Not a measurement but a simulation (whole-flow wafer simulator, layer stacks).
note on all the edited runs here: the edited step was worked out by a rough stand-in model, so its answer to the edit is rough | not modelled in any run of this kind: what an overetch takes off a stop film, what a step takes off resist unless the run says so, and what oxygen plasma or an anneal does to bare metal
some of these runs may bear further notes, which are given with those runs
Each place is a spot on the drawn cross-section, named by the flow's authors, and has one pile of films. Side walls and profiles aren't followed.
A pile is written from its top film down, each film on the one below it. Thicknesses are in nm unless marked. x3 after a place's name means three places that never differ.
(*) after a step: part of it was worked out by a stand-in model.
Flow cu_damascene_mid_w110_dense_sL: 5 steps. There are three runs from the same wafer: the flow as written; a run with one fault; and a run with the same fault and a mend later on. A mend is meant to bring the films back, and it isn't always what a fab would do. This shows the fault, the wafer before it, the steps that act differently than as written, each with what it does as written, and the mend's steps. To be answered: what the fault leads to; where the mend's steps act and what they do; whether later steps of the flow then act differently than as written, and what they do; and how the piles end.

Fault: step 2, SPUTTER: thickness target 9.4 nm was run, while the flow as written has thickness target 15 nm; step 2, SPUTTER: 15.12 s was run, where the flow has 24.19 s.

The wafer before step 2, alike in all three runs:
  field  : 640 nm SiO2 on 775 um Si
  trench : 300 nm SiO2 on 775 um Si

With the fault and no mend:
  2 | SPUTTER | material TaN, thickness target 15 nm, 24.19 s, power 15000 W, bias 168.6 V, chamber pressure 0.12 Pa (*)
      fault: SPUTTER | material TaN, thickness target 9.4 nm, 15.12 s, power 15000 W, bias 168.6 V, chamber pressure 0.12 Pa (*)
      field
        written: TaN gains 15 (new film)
        fault: TaN gains 9.4 (new film)
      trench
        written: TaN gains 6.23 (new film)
        fault: TaN gains 3.9 (new film)
  None of the later steps of the flow differs from how it acts as written, at any place that is followed, by more than 2% or 0.5 nm, whichever is larger.
  The piles end different from the flow's at field, trench by more than 2% or 0.5 nm, whichever is larger.
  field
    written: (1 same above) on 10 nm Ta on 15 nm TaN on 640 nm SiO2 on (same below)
    fault: (1 same above) on 10 nm Ta on 9.4 nm TaN on 640 nm SiO2 on (same below)
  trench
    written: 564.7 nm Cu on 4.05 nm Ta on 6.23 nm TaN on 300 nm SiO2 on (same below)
    fault: 561.4 nm Cu on 4.12 nm Ta on 3.9 nm TaN on 300 nm SiO2 on (same below)

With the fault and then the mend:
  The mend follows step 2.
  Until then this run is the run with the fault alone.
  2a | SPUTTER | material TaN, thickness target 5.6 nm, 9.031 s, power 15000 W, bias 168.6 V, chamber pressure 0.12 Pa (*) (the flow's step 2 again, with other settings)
      field
        TaN gains 5.6
      trench
        TaN gains 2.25
  None of the later steps of the flow differs from how it acts as written, at any place that is followed, by more than 2% or 0.5 nm, whichever is larger.
  At the end the piles are close to the flow's at the places that both follow, differing by at most 2% or 0.5 nm, whichever is larger.
